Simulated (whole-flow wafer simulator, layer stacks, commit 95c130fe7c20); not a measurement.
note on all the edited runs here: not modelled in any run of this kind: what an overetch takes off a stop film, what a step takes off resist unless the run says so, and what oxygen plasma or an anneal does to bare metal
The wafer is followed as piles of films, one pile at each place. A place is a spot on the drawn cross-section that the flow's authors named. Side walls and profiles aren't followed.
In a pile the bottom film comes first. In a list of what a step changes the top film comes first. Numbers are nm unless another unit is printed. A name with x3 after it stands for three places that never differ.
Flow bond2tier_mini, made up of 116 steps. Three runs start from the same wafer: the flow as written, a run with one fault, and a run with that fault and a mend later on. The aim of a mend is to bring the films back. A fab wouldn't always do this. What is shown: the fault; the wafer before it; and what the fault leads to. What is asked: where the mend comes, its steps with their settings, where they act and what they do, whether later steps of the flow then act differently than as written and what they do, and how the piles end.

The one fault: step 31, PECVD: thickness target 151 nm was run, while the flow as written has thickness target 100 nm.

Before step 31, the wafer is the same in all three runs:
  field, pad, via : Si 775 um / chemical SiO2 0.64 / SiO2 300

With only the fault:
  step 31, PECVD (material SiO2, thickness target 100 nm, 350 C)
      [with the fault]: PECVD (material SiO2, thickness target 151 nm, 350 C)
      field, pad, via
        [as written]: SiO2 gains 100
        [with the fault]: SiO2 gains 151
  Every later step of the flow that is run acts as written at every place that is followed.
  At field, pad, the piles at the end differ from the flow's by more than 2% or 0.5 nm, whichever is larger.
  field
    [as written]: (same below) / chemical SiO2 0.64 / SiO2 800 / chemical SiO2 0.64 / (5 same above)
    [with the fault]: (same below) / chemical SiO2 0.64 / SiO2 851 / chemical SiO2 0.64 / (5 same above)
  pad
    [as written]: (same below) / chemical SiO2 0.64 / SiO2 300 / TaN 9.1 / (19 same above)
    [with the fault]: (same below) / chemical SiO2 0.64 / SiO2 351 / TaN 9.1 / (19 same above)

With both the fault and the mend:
  After step 31 comes the mend.
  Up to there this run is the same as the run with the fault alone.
  step 31a, ETCH (chemistry CHF3/CF4-rie, etches SiO2, depth target 51 nm) (the flow's step 9 again, with other settings)
      field, pad, via
        SiO2 loses 51
  Every later step of the flow that is run acts as written at every place that is followed.
  By the end, the piles equal the flow's at every place that both follow.
